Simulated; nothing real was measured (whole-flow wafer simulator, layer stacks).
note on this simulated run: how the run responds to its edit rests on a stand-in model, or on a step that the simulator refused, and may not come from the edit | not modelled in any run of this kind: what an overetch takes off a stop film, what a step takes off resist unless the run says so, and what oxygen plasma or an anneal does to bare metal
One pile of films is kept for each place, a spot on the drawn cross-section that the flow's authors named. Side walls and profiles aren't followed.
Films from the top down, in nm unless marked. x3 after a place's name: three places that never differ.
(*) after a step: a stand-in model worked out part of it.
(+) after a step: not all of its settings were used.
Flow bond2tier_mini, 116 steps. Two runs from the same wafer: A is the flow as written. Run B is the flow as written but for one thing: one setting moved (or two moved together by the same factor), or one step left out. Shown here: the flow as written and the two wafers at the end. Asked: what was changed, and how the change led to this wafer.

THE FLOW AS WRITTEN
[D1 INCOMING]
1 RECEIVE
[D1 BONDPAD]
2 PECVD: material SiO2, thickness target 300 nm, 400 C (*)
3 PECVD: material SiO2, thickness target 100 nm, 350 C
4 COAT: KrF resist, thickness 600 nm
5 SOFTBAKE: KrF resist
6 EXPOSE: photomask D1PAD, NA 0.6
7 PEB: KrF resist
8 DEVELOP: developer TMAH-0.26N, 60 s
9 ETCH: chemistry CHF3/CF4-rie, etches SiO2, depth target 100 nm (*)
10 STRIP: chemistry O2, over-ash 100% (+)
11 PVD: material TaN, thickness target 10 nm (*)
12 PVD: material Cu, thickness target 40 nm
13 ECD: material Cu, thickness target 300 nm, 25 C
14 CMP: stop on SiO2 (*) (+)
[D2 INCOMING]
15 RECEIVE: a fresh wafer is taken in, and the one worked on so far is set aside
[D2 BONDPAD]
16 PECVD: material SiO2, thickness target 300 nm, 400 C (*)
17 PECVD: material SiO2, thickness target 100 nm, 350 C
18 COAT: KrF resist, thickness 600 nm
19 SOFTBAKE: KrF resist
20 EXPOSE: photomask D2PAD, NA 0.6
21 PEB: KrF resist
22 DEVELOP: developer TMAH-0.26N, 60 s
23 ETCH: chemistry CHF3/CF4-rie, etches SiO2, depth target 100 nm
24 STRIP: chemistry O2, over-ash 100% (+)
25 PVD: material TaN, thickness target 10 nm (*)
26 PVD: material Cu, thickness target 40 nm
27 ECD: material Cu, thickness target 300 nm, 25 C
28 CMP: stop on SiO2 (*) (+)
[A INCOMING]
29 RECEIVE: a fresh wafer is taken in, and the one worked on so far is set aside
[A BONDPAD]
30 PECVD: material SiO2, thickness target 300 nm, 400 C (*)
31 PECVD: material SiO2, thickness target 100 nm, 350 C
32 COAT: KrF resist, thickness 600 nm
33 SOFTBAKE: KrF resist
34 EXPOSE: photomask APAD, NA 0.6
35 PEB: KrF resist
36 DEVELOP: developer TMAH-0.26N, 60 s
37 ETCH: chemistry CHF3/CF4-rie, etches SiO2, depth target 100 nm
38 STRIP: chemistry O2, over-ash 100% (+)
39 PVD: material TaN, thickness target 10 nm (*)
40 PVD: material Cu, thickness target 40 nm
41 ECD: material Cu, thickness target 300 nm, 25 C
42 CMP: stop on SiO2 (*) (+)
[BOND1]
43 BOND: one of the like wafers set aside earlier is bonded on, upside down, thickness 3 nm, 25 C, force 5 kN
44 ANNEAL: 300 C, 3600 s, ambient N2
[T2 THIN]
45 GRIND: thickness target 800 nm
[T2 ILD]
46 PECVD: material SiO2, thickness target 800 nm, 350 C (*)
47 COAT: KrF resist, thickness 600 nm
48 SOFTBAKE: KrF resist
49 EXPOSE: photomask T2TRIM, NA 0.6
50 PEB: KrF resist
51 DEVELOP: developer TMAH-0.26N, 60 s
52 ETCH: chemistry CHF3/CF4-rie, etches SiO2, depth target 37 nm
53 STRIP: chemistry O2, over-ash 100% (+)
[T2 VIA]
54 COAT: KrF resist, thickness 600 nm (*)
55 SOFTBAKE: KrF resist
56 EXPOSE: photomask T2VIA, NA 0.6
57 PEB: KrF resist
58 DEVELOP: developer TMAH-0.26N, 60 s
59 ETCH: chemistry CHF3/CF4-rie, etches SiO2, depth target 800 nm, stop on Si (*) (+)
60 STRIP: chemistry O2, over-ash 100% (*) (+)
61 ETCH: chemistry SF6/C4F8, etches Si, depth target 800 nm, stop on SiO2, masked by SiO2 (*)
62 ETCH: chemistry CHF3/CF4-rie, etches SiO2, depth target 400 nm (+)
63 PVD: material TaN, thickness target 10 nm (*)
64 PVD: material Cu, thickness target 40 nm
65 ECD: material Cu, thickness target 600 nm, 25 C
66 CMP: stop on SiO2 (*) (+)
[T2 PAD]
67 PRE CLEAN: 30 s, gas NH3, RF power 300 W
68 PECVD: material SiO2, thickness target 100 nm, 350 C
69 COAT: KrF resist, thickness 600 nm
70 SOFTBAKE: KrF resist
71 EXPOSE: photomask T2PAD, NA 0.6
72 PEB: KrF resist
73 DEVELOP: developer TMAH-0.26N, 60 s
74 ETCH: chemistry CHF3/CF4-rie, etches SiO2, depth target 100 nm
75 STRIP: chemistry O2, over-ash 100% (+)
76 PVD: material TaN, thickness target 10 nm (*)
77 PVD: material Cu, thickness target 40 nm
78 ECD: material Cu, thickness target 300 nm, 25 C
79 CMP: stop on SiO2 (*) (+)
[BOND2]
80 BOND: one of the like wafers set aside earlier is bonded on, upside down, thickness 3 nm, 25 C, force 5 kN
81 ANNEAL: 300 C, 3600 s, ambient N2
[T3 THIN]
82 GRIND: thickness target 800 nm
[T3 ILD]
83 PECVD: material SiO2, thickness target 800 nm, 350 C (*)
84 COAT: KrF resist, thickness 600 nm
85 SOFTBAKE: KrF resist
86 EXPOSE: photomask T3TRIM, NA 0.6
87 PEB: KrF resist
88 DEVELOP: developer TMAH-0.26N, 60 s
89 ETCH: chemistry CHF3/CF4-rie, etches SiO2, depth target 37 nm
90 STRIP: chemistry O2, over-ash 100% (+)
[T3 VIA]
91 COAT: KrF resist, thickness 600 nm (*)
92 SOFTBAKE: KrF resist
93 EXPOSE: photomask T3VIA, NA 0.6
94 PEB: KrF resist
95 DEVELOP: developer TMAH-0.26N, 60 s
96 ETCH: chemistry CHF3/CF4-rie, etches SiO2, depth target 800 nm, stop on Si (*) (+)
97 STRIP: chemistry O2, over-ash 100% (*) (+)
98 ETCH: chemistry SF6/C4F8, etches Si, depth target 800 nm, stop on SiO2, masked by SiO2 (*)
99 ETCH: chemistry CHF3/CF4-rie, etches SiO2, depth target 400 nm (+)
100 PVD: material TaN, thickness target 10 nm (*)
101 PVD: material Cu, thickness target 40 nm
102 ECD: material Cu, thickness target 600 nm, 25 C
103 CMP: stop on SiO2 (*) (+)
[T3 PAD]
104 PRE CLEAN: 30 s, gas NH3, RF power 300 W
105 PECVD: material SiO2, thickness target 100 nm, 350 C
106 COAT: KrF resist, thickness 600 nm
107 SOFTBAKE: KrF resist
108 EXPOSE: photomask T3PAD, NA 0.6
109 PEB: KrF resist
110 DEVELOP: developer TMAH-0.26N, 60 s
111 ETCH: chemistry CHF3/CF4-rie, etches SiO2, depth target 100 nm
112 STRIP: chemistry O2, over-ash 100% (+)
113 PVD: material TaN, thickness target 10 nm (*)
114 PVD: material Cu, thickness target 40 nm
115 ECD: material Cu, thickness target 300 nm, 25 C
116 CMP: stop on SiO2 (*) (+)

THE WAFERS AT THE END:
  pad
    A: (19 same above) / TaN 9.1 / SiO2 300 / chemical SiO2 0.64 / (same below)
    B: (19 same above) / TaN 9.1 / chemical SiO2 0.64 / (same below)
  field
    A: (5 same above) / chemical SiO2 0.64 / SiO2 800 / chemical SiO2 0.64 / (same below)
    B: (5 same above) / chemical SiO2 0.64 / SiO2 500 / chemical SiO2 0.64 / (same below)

The cause: step 30, PECVD: material SiO2, thickness target 300 nm, 400 C (*), was left out.

How the change led to this, step by step:
  31 PECVD: material SiO2, thickness target 100 nm, 350 C
      field, pad, via: A SiO2 +100 | B SiO2 +100 (new film)
  37 ETCH: chemistry CHF3/CF4-rie, etches SiO2, depth target 100 nm
      pad, via: A SiO2 -100 | B SiO2 -100 (all of it)
